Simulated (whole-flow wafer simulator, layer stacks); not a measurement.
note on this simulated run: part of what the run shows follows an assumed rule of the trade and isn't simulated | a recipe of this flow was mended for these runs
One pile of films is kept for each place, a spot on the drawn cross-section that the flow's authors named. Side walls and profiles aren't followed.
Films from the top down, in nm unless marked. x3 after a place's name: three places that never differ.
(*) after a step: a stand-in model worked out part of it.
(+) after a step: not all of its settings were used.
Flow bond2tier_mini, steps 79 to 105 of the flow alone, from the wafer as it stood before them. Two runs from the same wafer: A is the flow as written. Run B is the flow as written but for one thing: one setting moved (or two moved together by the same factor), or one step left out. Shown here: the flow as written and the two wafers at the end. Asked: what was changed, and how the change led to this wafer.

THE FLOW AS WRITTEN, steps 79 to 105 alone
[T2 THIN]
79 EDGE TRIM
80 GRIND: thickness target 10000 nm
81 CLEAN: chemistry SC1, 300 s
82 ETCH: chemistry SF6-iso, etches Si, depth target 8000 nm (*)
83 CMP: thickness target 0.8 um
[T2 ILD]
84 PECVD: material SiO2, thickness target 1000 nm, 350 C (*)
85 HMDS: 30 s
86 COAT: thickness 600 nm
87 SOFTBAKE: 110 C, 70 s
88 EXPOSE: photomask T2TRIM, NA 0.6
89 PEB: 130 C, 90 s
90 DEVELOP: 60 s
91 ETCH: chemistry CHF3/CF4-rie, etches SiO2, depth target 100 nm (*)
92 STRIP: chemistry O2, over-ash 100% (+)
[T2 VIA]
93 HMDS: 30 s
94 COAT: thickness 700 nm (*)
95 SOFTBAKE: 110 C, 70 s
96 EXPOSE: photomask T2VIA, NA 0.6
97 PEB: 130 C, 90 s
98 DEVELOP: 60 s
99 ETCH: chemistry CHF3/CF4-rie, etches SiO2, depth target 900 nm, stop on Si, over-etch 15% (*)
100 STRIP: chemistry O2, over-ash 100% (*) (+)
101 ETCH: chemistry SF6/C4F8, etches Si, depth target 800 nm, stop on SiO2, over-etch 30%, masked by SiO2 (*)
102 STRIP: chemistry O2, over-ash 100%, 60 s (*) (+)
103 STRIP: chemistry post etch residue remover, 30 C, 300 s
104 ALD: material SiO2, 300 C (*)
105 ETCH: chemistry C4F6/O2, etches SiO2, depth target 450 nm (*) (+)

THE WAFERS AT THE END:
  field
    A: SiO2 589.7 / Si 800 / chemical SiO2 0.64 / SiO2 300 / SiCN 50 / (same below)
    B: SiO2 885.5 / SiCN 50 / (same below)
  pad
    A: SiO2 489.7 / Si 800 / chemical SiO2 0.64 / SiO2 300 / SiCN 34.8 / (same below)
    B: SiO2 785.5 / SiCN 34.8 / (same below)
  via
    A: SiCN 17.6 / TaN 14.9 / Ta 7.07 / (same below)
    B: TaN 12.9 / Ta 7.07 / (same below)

The cause: step 80, GRIND: thickness target 6722 nm was run, where the flow has thickness target 10000 nm.

How the change led to this, step by step:
  80 GRIND: thickness target 10000 nm
      field, pad, via: A Si -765 um | B Si -768.28 um
  82 ETCH: chemistry SF6-iso, etches Si, depth target 8000 nm (*)
      field, pad, via: A chemical SiO2 -0.6 (all of it), Si -8000 | B chemical SiO2 -0.6 (all of it), Si -6721.7 (all of it), chemical SiO2 -0.64 (all of it), SiO2 -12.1
  83 CMP: thickness target 0.8 um
      field, pad, via: A Si -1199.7 | B nothing
  84 PECVD: material SiO2, thickness target 1000 nm, 350 C (*)
      field, pad, via: A SiO2 +1000 (new film) | B SiO2 +1000
  99 ETCH: chemistry CHF3/CF4-rie, etches SiO2, depth target 900 nm, stop on Si, over-etch 15% (*)
      via: A SiO2 -900 (all of it), Si -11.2 | B SiO2 -1035
  101 ETCH: chemistry SF6/C4F8, etches Si, depth target 800 nm, stop on SiO2, over-etch 30%, masked by SiO2 (*)
      via: A Si -788.8 (all of it), chemical SiO2 -0.64 (all of it), SiO2 -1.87 | B SiO2 -2.4
      field, pad: A SiO2 -10.3 | B SiO2 -2.4
  105 ETCH: chemistry C4F6/O2, etches SiO2, depth target 450 nm (*) (+)
      via: A SiO2 -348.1 (all of it), SiCN -17.2 | B SiO2 -200.5 (all of it), SiCN -34.8 (all of it), TaN -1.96
